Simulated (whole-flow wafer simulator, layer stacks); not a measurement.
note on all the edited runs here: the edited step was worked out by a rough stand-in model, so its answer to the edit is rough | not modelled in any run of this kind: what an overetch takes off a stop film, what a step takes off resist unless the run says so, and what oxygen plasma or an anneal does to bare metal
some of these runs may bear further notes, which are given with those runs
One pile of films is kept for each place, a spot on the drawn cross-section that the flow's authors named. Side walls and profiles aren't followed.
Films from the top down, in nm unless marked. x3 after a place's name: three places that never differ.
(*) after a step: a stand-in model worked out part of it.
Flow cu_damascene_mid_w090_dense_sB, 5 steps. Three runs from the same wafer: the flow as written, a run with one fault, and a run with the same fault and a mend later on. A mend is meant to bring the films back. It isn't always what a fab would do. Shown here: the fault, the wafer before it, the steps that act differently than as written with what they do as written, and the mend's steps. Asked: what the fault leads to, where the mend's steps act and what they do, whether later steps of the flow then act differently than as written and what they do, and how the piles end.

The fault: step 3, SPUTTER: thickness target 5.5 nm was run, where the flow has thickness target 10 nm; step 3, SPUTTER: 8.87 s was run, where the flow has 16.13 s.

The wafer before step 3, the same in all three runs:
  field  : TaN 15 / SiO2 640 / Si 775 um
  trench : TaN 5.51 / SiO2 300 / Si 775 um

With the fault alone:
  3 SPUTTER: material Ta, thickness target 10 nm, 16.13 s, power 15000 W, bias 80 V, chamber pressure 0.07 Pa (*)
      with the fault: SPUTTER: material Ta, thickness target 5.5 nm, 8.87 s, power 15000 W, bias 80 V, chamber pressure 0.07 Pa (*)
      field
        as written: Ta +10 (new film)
        with the fault: Ta +5.5 (new film)
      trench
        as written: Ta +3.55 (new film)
        with the fault: Ta +1.95 (new film)
  No later step of the flow acts differently than as written, at any place that is followed, by more than 2% or 0.5 nm, whichever is larger.
  At the end the piles differ from the flow's by more than 2% or 0.5 nm, whichever is larger, at field, trench.
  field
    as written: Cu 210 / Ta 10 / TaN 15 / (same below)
    with the fault: Cu 210 / Ta 5.5 / TaN 15 / (same below)
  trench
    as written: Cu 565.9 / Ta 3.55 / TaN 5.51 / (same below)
    with the fault: Cu 563 / Ta 1.95 / TaN 5.51 / (same below)

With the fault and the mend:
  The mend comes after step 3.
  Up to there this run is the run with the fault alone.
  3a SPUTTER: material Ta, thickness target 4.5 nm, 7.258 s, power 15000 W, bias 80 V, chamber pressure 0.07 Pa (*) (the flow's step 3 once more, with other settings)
      field
        Ta +4.5
      trench
        Ta +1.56
  No later step of the flow acts differently than as written at any place that is followed.
  At the end the piles differ from the flow's only slightly at the places that both follow, by at most 2% or 0.5 nm, whichever is larger.
